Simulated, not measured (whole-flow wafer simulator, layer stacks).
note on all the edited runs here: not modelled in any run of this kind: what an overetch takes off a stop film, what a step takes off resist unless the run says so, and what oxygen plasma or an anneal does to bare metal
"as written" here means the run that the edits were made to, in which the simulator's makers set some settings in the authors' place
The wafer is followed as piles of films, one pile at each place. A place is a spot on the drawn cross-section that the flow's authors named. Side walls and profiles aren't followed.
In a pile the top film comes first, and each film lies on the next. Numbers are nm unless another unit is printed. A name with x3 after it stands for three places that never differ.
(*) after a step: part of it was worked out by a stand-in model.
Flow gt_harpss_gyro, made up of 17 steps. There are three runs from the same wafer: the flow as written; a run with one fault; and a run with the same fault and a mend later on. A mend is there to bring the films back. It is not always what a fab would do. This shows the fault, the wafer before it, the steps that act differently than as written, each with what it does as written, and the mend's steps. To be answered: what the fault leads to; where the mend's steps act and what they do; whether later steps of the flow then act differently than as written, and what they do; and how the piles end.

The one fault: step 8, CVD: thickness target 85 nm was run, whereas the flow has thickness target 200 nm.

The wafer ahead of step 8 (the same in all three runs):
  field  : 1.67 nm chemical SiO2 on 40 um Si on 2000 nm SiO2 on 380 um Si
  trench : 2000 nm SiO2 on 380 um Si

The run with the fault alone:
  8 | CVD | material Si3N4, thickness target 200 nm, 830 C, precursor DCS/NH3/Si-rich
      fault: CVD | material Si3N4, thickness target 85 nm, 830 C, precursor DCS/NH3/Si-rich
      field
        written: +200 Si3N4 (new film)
        fault: +85 Si3N4 (new film)
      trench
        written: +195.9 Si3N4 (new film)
        fault: +83.4 Si3N4 (new film)
  Steps further on in the flow that do not act as written:
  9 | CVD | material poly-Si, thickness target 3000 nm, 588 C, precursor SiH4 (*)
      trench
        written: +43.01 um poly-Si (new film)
        fault: +43 um poly-Si (new film)
  The piles end different from the flow's at field, trench by more than 2% or 0.5 nm, whichever is larger.
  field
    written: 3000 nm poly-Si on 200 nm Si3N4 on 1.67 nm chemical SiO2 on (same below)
    fault: 3000 nm poly-Si on 85 nm Si3N4 on 1.67 nm chemical SiO2 on (same below)
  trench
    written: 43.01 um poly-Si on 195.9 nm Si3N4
    fault: 43 um poly-Si on 83.4 nm Si3N4

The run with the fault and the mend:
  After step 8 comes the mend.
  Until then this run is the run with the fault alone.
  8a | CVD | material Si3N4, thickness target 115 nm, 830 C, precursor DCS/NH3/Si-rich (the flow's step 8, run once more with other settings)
      field
        +115 Si3N4
      trench
        +112.4 Si3N4
  Later steps of the flow that are run all act as written at every place that is followed.
  When the end is reached, the piles differ only a little from the flow's at the places that both follow, at most by 2% or 0.5 nm, whichever is larger.
